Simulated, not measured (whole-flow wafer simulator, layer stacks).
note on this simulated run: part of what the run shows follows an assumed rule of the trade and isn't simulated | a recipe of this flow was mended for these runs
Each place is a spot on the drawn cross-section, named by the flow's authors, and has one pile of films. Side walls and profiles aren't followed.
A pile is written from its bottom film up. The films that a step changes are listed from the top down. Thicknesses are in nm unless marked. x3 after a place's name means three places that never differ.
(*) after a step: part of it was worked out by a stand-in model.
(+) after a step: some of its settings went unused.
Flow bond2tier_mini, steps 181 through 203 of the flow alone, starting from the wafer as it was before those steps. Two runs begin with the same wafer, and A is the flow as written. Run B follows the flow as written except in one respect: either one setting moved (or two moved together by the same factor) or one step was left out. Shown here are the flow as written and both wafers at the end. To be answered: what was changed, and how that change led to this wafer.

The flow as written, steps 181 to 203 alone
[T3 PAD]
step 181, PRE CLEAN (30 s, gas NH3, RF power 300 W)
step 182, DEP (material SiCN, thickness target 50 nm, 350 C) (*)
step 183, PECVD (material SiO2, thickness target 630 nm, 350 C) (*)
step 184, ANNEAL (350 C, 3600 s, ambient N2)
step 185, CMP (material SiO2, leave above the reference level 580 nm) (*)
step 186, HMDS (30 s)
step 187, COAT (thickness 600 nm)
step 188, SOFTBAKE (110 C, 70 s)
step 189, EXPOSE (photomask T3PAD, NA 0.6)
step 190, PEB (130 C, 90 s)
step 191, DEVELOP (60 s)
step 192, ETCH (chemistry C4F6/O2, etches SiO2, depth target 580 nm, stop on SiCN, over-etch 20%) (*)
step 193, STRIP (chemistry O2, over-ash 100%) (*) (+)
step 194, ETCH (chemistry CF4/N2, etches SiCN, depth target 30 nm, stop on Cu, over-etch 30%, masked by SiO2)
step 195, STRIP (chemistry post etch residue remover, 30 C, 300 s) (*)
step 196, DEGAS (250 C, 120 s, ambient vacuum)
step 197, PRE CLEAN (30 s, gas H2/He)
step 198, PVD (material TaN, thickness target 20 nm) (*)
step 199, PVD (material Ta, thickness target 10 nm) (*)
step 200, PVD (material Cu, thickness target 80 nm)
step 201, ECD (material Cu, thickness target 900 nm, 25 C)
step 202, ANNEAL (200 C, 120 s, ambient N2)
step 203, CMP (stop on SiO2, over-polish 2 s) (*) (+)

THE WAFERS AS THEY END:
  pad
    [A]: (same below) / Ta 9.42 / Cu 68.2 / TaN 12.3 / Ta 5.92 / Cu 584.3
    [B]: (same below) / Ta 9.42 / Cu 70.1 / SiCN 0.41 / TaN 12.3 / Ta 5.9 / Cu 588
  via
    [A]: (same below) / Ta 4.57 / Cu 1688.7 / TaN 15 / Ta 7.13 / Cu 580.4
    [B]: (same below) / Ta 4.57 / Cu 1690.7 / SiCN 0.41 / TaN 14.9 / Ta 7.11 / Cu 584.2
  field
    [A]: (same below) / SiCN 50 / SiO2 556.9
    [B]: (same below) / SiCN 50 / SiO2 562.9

Cause: step 194, ETCH: depth target 23.1 nm was run, whereas the flow has depth target 30 nm.

How this came from the change, step by step:
  step 194, ETCH (chemistry CF4/N2, etches SiCN, depth target 30 nm, stop on Cu, over-etch 30%, masked by SiO2)
      pad, via: A SiCN loses 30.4 (all of it), Cu loses 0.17 | B SiCN loses 30
      field: A SiO2 loses 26 | B SiO2 loses 20
  step 195, STRIP (chemistry post etch residue remover, 30 C, 300 s) (*)
      pad, via: A Cu loses 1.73 | B nothing
With metal films that touch counted as one body, pad has 4 bodies (between them, from the top down: SiCN 0.41; SiO2 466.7 / Si 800 / chemical SiO2 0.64 / SiO2 300 / SiCN 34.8; SiO2 466.7 / Si 800 / chemical SiO2 0.64 / SiO2 300 / SiCN 34.8); the flow as written gives 3 bodies (between them, from the top down: SiO2 466.7 / Si 800 / chemical SiO2 0.64 / SiO2 300 / SiCN 34.8; SiO2 466.7 / Si 800 / chemical SiO2 0.64 / SiO2 300 / SiCN 34.8).
With metal films that touch counted as one body, via has 2 bodies (between them, from the top down: SiCN 0.41); the flow as written gives 1 body.
